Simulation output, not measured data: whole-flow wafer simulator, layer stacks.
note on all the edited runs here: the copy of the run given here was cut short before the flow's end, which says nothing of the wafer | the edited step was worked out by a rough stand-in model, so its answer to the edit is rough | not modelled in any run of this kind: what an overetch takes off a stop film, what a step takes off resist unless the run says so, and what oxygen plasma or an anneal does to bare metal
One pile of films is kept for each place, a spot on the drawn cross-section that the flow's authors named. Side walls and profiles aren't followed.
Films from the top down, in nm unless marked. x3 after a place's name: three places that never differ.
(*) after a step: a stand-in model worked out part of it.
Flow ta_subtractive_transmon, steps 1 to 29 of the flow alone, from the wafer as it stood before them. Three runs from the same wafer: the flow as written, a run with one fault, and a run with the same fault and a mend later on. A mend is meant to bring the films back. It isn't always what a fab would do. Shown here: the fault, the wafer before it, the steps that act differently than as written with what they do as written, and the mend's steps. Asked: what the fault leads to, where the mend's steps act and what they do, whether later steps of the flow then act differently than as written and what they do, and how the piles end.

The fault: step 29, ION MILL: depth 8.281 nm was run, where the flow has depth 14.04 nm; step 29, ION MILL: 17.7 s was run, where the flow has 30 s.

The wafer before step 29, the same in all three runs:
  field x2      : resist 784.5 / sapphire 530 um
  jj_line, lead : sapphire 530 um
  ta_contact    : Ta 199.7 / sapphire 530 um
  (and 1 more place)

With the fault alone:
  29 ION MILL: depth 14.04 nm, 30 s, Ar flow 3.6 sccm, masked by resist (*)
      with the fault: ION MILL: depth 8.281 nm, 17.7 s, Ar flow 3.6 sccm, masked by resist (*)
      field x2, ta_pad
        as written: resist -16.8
        with the fault: resist -9.9
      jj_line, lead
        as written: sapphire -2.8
        with the fault: sapphire -1.65
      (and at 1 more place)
  No later step of the flow acts differently than as written at any place that is followed.
  At the end the piles differ from the flow's only slightly at the places that both follow, by at most 2% or 0.5 nm, whichever is larger.

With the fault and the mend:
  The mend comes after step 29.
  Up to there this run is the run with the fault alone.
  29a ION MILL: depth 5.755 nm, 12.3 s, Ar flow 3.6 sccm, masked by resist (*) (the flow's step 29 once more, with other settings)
      field x2, ta_pad
        resist -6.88
      jj_line, lead
        sapphire -1.15
      ta_contact
        Ta -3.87
  No later step of the flow acts differently than as written at any place that is followed.
  At the end the piles are the same as the flow's at every place that both follow.
